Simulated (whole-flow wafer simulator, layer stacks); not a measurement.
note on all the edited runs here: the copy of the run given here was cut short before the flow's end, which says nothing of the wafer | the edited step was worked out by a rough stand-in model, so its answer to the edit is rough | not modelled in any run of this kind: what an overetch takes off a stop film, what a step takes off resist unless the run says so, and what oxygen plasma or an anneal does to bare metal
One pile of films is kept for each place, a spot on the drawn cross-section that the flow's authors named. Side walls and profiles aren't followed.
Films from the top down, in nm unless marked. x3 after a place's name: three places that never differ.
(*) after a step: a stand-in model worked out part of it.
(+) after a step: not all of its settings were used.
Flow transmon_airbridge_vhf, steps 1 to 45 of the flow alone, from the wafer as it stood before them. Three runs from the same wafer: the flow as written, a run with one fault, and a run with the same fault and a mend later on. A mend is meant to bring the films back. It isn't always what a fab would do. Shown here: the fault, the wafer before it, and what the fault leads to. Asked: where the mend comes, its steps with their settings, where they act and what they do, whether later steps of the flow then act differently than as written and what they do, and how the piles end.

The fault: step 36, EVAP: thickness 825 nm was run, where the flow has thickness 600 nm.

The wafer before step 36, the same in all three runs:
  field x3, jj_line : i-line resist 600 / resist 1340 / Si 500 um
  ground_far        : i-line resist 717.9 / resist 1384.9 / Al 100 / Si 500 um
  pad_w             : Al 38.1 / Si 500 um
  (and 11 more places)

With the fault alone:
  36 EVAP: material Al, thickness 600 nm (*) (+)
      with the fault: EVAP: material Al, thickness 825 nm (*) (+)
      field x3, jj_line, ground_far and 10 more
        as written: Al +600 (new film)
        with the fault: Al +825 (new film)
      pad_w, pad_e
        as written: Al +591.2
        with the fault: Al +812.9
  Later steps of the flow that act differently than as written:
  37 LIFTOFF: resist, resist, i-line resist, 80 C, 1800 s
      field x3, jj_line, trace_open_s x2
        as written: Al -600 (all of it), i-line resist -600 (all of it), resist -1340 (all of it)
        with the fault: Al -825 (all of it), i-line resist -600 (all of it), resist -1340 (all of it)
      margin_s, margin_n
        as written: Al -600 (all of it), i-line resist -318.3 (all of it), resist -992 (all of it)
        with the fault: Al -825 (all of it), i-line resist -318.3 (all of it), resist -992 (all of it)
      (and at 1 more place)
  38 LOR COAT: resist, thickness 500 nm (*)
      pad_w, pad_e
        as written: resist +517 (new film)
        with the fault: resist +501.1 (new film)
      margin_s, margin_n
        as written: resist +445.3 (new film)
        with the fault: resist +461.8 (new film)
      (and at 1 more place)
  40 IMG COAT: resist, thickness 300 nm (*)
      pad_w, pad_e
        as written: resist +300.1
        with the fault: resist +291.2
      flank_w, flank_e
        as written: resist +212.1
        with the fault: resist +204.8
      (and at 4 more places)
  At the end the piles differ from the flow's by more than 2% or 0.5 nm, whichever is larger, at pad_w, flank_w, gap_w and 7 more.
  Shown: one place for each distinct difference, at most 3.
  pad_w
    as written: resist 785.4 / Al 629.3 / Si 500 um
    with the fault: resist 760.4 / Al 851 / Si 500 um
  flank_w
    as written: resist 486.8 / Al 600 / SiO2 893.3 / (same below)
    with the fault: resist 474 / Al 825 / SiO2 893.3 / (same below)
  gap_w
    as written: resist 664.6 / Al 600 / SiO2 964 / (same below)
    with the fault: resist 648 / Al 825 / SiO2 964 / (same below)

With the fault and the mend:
  The mend comes after step 36.
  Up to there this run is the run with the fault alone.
  36a METAL ETCH: etches Al, depth 225 nm (the flow's step 11 once more, with other settings)
      field x3, jj_line, ground_far and 12 more
        Al -225
  No later step of the flow acts differently than as written, at any place that is followed, by more than 2% or 0.5 nm, whichever is larger.
  At the end the piles differ from the flow's only slightly at the places that both follow, by at most 2% or 0.5 nm, whichever is larger.
